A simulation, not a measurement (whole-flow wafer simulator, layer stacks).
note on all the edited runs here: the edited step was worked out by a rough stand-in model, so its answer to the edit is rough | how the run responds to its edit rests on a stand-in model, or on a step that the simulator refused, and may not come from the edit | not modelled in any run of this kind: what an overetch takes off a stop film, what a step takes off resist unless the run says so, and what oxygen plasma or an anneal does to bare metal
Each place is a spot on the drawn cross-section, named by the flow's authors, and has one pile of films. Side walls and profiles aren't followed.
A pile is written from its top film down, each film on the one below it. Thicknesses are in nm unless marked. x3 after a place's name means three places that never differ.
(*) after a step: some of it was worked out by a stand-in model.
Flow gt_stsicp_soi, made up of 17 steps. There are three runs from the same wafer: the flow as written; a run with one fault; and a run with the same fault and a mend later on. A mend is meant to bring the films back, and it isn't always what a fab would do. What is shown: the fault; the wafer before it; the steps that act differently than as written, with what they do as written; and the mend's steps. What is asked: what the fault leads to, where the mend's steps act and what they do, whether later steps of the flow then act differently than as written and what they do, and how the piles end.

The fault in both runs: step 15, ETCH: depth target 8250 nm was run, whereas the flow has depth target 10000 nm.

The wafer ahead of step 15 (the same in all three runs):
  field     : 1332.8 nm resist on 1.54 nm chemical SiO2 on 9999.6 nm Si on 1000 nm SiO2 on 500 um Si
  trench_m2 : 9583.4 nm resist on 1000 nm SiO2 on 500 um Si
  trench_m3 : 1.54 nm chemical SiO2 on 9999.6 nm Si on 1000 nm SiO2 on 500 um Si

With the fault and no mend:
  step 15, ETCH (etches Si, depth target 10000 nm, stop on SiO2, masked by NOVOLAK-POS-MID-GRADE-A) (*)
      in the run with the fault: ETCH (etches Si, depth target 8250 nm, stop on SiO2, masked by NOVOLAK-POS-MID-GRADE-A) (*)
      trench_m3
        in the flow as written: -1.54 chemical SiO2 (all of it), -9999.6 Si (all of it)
        in the run with the fault: -1.54 chemical SiO2 (all of it), -8250 Si
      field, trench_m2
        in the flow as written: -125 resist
        in the run with the fault: -103.1 resist
  Steps further on in the flow that do not act as written:
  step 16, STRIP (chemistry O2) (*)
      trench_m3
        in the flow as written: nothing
        in the run with the fault: +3 chemical SiO2 (new film), -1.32 Si
  At trench_m3, the piles at the end differ from the flow's by more than 2% or 0.5 nm, whichever is larger.
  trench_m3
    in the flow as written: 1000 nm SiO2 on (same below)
    in the run with the fault: 3 nm chemical SiO2 on 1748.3 nm Si on 1000 nm SiO2 on (same below)

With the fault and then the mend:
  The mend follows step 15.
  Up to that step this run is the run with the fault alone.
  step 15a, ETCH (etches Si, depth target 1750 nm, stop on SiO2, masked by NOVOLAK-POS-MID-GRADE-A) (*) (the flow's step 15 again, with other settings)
      field, trench_m2
        -21.9 resist
      trench_m3
        -1749.6 Si (all of it)
  Every later step of the flow that is run acts as written at every place that is followed.
  At every place that both follow, the piles at the end match the flow's.
